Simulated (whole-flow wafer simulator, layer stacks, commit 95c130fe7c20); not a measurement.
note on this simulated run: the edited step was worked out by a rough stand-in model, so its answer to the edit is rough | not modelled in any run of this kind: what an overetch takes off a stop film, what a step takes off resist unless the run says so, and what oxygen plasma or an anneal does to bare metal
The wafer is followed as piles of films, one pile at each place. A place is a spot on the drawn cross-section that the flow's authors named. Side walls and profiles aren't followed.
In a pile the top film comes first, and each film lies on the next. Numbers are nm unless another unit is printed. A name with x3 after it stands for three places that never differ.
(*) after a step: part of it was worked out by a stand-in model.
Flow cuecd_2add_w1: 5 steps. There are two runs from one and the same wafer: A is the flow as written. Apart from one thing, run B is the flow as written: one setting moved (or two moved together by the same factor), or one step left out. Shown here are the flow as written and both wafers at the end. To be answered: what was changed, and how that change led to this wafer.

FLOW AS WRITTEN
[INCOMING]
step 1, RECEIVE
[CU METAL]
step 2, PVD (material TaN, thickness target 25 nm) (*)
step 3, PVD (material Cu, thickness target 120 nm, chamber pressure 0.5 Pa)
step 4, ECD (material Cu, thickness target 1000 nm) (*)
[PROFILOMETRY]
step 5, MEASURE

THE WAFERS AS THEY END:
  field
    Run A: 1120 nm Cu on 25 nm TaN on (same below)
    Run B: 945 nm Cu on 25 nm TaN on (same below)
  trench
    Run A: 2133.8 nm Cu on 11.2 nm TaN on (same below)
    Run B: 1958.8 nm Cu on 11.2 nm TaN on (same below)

Cause: step 4, ECD: thickness target 825 nm was run, whereas the flow has thickness target 1000 nm.

Step by step, how the change led to this:
  step 4, ECD (material Cu, thickness target 1000 nm) (*)
      field: A Cu gains 1000 | B Cu gains 825
      trench: A Cu gains 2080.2 | B Cu gains 1905.2
